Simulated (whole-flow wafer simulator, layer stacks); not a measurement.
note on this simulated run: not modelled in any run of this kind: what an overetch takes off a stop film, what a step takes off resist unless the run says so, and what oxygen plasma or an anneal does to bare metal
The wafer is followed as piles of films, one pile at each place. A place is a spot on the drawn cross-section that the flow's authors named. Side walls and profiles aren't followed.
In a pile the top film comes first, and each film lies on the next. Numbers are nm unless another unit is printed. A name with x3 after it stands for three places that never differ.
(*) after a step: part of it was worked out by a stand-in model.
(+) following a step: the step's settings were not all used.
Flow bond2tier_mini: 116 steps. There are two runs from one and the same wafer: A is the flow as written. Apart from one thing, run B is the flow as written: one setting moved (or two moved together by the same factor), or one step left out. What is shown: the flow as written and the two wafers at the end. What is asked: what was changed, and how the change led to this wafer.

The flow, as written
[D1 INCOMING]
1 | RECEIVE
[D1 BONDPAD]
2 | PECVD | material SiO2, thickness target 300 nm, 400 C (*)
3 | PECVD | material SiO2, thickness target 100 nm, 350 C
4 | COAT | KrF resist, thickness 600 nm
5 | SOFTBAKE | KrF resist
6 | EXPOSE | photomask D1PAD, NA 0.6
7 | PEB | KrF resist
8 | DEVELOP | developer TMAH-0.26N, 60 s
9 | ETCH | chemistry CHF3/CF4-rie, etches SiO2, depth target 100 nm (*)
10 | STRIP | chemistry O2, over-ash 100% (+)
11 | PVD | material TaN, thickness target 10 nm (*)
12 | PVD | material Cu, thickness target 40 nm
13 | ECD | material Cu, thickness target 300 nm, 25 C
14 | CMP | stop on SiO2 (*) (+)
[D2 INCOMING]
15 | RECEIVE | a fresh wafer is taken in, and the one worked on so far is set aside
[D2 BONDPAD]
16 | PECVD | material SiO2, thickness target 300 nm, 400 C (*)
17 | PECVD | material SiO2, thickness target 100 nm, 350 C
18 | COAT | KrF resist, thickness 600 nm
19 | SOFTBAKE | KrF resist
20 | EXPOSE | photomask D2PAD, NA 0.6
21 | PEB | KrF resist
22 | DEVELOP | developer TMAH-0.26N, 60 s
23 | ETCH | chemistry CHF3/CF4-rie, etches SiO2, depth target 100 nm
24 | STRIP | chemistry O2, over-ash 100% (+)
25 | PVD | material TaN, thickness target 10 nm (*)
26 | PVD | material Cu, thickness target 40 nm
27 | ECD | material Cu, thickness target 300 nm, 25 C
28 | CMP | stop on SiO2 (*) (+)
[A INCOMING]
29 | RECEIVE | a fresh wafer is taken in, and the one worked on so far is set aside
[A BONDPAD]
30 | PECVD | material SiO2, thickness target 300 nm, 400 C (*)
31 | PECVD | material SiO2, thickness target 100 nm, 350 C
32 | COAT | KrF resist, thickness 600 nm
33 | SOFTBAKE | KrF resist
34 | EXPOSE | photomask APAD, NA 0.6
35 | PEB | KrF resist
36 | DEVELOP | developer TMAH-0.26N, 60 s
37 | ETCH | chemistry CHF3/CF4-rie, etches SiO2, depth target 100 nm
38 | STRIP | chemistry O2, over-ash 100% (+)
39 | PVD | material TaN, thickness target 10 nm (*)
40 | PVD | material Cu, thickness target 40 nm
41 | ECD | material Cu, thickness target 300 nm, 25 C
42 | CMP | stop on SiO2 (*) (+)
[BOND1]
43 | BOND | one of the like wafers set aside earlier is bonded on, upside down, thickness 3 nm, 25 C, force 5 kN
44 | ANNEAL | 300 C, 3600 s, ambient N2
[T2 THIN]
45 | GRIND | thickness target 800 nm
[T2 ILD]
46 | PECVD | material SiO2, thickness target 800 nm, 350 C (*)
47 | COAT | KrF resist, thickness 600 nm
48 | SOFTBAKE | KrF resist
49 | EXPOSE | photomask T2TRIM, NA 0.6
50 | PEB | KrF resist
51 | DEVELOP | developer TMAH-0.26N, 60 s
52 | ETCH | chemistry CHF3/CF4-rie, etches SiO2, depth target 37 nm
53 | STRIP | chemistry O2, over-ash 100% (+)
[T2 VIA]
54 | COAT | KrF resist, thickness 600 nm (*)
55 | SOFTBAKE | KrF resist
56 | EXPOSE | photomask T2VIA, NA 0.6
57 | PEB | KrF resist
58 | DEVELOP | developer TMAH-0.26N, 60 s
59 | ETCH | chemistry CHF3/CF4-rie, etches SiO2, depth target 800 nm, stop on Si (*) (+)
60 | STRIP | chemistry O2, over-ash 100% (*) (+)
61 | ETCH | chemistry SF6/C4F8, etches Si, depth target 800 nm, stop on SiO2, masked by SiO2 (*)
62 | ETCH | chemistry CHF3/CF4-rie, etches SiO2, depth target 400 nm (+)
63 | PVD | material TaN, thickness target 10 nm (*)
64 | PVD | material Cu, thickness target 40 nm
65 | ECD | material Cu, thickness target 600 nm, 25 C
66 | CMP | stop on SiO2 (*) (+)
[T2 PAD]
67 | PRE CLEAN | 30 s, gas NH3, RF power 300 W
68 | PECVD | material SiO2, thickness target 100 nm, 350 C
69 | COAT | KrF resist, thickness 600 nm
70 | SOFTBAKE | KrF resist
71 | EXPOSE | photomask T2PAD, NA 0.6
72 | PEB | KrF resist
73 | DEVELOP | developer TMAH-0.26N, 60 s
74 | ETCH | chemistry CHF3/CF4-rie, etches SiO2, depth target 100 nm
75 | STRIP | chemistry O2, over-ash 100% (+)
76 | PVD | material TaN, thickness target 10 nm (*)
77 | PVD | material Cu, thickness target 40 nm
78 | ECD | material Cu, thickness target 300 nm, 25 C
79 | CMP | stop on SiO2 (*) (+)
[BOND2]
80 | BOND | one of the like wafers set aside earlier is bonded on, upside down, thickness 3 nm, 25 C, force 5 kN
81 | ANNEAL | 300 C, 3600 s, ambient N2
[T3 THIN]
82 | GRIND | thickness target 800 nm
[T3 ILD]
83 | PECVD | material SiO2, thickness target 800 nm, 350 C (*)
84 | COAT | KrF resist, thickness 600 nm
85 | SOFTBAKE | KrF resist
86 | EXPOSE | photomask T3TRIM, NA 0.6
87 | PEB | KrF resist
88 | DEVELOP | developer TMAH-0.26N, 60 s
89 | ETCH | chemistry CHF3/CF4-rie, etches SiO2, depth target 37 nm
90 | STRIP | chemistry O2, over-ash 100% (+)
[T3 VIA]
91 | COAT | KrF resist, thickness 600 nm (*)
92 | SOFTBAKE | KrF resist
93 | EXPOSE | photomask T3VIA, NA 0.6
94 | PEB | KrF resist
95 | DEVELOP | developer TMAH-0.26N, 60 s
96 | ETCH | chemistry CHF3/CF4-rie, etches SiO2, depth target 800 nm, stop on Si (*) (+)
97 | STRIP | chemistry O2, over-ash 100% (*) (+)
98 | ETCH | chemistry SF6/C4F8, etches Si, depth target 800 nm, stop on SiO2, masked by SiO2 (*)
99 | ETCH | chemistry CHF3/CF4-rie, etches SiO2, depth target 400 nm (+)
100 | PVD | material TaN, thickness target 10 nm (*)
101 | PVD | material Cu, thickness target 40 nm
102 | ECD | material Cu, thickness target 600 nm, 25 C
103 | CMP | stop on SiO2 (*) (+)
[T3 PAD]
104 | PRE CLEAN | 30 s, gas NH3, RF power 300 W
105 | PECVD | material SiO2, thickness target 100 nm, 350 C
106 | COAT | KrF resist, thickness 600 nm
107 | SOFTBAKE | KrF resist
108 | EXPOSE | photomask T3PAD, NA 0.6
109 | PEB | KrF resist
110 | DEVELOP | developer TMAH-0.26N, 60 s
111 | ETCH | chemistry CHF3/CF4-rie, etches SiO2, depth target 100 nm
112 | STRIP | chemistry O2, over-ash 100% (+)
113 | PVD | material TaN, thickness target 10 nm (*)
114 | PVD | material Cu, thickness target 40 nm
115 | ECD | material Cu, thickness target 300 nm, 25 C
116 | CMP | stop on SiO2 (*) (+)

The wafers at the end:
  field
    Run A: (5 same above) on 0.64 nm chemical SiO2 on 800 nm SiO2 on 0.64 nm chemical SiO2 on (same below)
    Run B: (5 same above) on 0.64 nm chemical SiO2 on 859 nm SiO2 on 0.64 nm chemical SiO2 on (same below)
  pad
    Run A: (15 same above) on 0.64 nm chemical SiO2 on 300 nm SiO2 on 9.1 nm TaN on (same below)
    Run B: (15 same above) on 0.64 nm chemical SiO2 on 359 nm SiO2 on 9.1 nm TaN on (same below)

What caused this: step 3, PECVD: thickness target 159 nm was run, though the flow has thickness target 100 nm.

How this came from the change, step by step:
  3 | PECVD | material SiO2, thickness target 100 nm, 350 C
      field, pad, via: A SiO2 gains 100 | B SiO2 gains 159
  43 | BOND | one of the like wafers set aside earlier is bonded on, upside down, thickness 3 nm, 25 C, force 5 kN
      field: A Si gains 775 um (new film), chemical SiO2 gains 0.64 (new film), SiO2 gains 400 | B Si gains 775 um (new film), chemical SiO2 gains 0.64 (new film), SiO2 gains 459
      pad: A Si gains 775 um (new film), chemical SiO2 gains 0.64 (new film), SiO2 gains 300 (new film), TaN gains 9.1 (new film), Cu gains 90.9 | B Si gains 775 um (new film), chemical SiO2 gains 0.64 (new film), SiO2 gains 359 (new film), TaN gains 9.1 (new film), Cu gains 90.9
      (also at 1 further place)
